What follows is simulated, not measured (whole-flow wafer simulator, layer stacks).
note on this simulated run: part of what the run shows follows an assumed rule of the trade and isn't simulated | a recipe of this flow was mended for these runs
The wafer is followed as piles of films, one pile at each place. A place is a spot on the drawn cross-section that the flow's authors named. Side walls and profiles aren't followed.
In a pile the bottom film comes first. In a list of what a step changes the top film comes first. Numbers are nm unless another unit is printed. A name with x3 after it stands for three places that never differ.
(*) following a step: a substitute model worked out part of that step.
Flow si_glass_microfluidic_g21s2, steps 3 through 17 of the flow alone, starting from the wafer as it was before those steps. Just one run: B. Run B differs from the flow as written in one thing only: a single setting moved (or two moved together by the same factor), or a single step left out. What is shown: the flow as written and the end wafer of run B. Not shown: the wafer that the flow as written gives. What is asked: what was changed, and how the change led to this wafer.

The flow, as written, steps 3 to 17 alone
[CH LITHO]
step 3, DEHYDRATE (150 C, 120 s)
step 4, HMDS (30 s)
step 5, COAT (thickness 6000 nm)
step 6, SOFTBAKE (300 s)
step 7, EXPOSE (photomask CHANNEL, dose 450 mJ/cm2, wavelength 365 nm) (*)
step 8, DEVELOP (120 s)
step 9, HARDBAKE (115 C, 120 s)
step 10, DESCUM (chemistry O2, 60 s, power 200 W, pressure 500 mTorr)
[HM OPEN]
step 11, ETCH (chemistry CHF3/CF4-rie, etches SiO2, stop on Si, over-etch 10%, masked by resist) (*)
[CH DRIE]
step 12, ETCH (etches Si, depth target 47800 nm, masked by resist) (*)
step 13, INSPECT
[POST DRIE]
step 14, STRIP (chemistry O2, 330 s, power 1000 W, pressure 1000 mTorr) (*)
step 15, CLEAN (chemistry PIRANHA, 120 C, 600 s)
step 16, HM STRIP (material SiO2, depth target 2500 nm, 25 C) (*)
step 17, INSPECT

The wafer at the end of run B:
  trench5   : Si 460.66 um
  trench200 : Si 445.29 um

What caused this: step 5, COAT: thickness 4560 nm was run, though the flow has thickness 6000 nm.

Step by step, how the change led to this:
  step 5, COAT (thickness 6000 nm)
      land, trench20, trench5, trench200: thick-i-line-resist gains 4560 (new film) (in the flow as written it would be: thick-i-line-resist gains 6000 (new film))
  step 8, DEVELOP (120 s)
      trench20, trench5, trench200: thick-i-line-resist loses 4560 (all of it) (in the flow as written it would be: thick-i-line-resist loses 6000 (all of it))
  step 9, HARDBAKE (115 C, 120 s)
      land: thick-i-line-resist loses 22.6 (in the flow as written it would be: thick-i-line-resist loses 33.5)
  step 12, ETCH (etches Si, depth target 47800 nm, masked by resist) (*)
      trench5: Si loses 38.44 um (in the flow as written it would be: Si loses 38.09 um)
      trench200: Si loses 53.8 um (in the flow as written it would be: Si loses 54.08 um)
  step 14, STRIP (chemistry O2, 330 s, power 1000 W, pressure 1000 mTorr) (*)
      land: thick-i-line-resist loses 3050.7 (all of it) (in the flow as written it would be: thick-i-line-resist loses 4476.3 (all of it))
